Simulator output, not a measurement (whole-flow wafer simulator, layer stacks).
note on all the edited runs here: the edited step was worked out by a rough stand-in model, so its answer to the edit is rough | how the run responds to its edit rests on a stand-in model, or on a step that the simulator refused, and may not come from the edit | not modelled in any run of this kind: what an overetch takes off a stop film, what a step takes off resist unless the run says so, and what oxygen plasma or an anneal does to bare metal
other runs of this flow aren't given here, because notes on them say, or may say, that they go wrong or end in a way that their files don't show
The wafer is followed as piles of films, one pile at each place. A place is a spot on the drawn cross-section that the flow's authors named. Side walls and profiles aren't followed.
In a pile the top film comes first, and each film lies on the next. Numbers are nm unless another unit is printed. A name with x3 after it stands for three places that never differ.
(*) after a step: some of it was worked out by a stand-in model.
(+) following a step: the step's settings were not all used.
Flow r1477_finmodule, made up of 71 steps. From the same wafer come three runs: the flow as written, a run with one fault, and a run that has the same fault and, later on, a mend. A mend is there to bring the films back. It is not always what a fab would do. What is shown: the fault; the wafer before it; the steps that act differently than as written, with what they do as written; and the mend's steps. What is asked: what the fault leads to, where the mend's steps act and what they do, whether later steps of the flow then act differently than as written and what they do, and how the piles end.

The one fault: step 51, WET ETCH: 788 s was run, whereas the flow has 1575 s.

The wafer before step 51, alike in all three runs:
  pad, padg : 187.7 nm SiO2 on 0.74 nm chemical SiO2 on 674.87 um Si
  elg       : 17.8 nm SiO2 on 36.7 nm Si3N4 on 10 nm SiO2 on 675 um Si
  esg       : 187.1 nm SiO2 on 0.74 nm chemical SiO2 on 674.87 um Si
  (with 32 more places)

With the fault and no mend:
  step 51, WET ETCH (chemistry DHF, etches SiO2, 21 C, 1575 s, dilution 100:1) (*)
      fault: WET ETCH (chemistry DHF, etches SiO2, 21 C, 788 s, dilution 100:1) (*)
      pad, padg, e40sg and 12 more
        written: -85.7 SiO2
        fault: -42.9 SiO2
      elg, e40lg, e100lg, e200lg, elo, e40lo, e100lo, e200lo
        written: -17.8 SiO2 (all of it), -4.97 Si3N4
        fault: -17.8 SiO2 (all of it), -1.76 Si3N4
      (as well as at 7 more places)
  Later steps of the flow acting differently than as written (not shown: 1 more step that differs only slightly, by at most 2% or 0.5 nm, whichever is larger):
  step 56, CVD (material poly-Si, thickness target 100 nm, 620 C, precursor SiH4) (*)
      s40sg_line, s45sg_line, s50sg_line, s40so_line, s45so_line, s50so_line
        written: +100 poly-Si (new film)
        fault: +120.2 poly-Si (new film)
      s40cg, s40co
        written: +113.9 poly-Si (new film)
        fault: +100 poly-Si (new film)
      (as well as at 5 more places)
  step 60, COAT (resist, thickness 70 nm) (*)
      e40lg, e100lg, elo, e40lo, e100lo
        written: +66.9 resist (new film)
        fault: +68.8 resist (new film)
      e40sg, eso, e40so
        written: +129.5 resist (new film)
        fault: +91.9 resist (new film)
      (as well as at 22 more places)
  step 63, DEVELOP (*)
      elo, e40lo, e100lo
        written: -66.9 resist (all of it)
        fault: -68.8 resist (all of it)
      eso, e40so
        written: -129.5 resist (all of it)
        fault: -91.9 resist (all of it)
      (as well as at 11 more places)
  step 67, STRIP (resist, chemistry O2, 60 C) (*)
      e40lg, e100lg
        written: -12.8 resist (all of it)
        fault: -14.7 resist (all of it)
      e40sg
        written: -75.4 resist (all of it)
        fault: -37.8 resist (all of it)
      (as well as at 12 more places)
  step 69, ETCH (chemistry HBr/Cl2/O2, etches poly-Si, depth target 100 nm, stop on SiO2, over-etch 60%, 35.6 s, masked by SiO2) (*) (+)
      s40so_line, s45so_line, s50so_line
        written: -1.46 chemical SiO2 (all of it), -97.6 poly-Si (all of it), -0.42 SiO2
        fault: -1.23 chemical SiO2 (all of it), -117.9 poly-Si (all of it), -0.21 SiO2
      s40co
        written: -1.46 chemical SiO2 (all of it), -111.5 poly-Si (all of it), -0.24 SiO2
        fault: -1.23 chemical SiO2 (all of it), -97.7 poly-Si (all of it), -0.42 SiO2
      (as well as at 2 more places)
  By the end, the piles at pad, padg, elg and 30 more depart from the flow's by more than 2% or 0.5 nm, whichever is larger.
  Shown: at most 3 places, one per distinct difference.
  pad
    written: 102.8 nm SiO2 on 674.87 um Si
    fault: 145.6 nm SiO2 on 674.87 um Si
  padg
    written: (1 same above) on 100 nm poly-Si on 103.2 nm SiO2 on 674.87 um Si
    fault: (1 same above) on 100 nm poly-Si on 146 nm SiO2 on 674.87 um Si
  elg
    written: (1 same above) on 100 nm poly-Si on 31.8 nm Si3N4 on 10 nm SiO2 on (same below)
    fault: (1 same above) on 100 nm poly-Si on 35 nm Si3N4 on 10 nm SiO2 on (same below)

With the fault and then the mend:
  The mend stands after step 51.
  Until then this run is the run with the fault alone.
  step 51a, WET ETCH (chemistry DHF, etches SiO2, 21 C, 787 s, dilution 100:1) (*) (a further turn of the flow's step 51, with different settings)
      pad, padg, e40sg and 12 more
        -42.8 SiO2
      elg, e40lg, e100lg, e200lg, elo, e40lo, e100lo, e200lo
        -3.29 Si3N4
      esg, s40cg, s45cg, s50cg, s40co, s45co, s50co
        -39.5 SiO2
  Every later step of the flow that is run acts as written, at every place that is followed, to within 2% or 0.5 nm, whichever is larger.
  The piles end only slightly different from the flow's at the places that both follow, by no more than 2% or 0.5 nm, whichever is larger.
